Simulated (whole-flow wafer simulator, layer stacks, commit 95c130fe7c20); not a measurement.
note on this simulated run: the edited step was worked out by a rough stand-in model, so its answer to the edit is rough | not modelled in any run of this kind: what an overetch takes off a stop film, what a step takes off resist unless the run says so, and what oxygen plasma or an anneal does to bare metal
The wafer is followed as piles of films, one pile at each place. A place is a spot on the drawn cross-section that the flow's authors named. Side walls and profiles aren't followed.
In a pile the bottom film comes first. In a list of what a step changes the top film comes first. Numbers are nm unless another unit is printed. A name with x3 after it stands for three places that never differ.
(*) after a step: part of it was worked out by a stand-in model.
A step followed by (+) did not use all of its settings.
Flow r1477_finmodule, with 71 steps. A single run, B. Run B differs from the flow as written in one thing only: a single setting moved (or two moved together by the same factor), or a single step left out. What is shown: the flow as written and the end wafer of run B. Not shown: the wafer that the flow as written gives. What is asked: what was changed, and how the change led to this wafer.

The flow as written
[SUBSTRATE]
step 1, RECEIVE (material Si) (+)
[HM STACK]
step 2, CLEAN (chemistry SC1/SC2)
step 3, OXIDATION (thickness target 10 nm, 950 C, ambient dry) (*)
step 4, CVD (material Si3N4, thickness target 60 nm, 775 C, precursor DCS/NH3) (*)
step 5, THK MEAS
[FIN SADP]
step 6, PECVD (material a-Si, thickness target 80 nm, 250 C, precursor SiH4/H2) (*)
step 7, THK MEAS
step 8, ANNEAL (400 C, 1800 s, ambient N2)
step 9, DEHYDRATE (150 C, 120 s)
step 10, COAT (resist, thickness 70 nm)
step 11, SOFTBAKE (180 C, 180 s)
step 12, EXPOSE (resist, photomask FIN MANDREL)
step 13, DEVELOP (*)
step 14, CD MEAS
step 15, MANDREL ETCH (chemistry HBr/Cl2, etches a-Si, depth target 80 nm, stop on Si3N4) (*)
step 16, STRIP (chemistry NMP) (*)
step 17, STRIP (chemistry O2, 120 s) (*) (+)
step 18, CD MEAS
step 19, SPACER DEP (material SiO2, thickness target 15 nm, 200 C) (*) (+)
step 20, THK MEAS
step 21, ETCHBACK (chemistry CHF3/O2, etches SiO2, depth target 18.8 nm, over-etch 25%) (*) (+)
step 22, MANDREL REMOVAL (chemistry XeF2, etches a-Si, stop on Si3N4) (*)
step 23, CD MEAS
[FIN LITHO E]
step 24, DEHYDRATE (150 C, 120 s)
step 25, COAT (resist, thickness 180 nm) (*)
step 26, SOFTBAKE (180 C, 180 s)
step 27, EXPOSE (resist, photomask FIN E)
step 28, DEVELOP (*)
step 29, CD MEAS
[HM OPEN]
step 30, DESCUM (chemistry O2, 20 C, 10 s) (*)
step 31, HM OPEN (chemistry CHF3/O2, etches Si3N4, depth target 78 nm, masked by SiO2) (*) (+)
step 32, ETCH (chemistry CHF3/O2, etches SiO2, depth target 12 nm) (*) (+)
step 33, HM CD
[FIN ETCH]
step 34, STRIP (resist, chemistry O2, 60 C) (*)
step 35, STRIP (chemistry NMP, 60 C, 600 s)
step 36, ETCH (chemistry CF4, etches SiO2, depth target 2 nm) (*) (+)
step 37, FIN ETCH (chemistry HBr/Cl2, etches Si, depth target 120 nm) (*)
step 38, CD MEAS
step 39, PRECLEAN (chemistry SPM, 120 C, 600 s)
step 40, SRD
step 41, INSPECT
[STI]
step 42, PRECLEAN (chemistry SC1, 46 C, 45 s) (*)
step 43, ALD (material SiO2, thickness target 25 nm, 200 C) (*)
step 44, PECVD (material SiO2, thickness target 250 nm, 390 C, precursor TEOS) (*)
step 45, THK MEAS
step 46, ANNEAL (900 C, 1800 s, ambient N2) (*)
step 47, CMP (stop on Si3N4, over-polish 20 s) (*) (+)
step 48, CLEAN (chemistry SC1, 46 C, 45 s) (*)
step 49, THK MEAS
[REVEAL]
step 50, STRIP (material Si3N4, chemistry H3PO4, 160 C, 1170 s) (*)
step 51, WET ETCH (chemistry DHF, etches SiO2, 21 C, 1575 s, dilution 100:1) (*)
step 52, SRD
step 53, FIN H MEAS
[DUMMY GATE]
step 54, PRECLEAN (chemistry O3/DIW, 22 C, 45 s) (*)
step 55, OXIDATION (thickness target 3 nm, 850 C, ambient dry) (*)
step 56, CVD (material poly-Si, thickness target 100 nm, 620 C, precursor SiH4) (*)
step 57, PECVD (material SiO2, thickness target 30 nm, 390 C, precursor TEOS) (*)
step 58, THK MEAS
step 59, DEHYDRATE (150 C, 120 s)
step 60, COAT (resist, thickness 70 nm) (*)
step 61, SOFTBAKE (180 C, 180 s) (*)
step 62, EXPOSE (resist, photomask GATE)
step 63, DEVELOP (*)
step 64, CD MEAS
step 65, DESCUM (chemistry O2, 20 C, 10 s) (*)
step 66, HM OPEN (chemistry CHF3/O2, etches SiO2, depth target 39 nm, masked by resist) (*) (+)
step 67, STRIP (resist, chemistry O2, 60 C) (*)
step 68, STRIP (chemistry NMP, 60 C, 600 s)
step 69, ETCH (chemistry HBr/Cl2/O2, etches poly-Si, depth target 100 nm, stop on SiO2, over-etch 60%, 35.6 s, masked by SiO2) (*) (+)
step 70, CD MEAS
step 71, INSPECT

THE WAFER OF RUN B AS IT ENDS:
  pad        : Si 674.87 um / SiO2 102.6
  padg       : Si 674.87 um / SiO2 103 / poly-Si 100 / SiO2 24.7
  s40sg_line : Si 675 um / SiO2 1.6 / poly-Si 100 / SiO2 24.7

The reason: step 55, OXIDATION: thickness target 1.6 nm was run, while the flow as written has thickness target 3 nm.
The wafer lets one read it off: s40sg_line has SiO2 1.6, and step 55 as written asks for 3 nm.

Step by step, how the change led to this:
  step 55, OXIDATION (thickness target 3 nm, 850 C, ambient dry) (*)
      s40sg_line, s45sg_line, s50sg_line, s40so_line, s45so_line, s50so_line: SiO2 gains 1.6 (new film), chemical SiO2 loses 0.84 (all of it), Si loses 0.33 (it would be, as written: SiO2 gains 3 (new film), chemical SiO2 loses 0.84 (all of it), Si loses 0.95)
